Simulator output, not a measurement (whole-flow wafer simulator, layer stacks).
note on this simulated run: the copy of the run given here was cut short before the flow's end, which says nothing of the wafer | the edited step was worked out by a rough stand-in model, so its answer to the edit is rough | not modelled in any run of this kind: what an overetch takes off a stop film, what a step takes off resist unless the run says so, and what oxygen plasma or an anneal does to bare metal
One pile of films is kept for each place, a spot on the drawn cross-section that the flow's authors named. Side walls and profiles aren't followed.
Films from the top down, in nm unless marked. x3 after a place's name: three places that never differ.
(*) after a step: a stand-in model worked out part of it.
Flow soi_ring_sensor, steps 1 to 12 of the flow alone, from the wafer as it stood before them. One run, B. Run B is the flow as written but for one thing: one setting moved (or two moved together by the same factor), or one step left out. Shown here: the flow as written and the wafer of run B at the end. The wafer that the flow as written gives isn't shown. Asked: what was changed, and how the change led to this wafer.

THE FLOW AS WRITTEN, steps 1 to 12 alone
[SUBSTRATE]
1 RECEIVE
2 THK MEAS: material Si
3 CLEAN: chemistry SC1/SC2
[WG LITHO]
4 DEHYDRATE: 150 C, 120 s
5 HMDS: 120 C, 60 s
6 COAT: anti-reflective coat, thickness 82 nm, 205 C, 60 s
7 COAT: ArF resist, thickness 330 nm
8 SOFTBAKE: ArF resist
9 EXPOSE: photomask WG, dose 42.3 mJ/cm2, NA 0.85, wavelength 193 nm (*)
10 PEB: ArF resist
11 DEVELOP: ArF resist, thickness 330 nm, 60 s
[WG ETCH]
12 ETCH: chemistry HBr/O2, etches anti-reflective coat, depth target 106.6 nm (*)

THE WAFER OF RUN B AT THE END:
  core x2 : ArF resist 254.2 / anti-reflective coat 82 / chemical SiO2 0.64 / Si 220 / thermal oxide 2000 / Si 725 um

The cause: step 12, ETCH: depth target 90 nm was run, where the flow has depth target 106.6 nm.

How the change led to this, step by step:
  12 ETCH: chemistry HBr/O2, etches anti-reflective coat, depth target 106.6 nm (*)
      core x2: ArF resist -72 (as written it would be: ArF resist -85.3)
